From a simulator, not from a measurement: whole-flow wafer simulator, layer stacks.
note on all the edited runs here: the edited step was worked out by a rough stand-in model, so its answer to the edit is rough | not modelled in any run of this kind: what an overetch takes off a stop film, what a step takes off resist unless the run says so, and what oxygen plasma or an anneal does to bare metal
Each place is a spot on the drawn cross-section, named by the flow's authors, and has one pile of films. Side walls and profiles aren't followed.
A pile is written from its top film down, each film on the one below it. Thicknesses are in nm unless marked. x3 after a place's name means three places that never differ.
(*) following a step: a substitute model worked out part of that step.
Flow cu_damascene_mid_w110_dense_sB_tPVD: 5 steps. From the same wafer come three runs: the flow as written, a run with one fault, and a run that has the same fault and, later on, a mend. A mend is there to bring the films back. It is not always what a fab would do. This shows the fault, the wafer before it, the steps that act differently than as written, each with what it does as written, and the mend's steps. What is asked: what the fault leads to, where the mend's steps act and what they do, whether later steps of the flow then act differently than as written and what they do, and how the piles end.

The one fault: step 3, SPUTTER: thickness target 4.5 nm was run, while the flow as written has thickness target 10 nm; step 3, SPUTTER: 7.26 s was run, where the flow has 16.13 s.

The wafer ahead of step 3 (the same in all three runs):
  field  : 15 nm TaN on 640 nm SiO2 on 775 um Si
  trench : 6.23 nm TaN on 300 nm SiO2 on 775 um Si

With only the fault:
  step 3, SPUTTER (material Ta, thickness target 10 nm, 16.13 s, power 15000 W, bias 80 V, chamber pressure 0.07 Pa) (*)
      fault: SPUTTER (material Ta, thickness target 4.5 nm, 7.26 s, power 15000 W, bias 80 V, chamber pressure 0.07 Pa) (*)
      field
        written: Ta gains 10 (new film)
        fault: Ta gains 4.5 (new film)
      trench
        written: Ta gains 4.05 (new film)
        fault: Ta gains 1.82 (new film)
  None of the later steps of the flow differs from how it acts as written, at any place that is followed, by more than 2% or 0.5 nm, whichever is larger.
  By the end, the piles at field, trench depart from the flow's by more than 2% or 0.5 nm, whichever is larger.
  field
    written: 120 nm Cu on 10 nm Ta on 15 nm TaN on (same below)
    fault: 120 nm Cu on 4.5 nm Ta on 15 nm TaN on (same below)
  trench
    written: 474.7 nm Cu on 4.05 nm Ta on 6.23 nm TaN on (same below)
    fault: 471.4 nm Cu on 1.82 nm Ta on 6.23 nm TaN on (same below)

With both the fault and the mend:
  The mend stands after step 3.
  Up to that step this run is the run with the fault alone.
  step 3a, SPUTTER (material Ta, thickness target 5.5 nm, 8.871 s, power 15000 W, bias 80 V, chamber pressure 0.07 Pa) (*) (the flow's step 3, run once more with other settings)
      field
        Ta gains 5.5
      trench
        Ta gains 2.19
  None of the later steps of the flow differs from how it acts as written, at any place that is followed, by more than 2% or 0.5 nm, whichever is larger.
  The piles end only slightly different from the flow's at the places that both follow, by no more than 2% or 0.5 nm, whichever is larger.
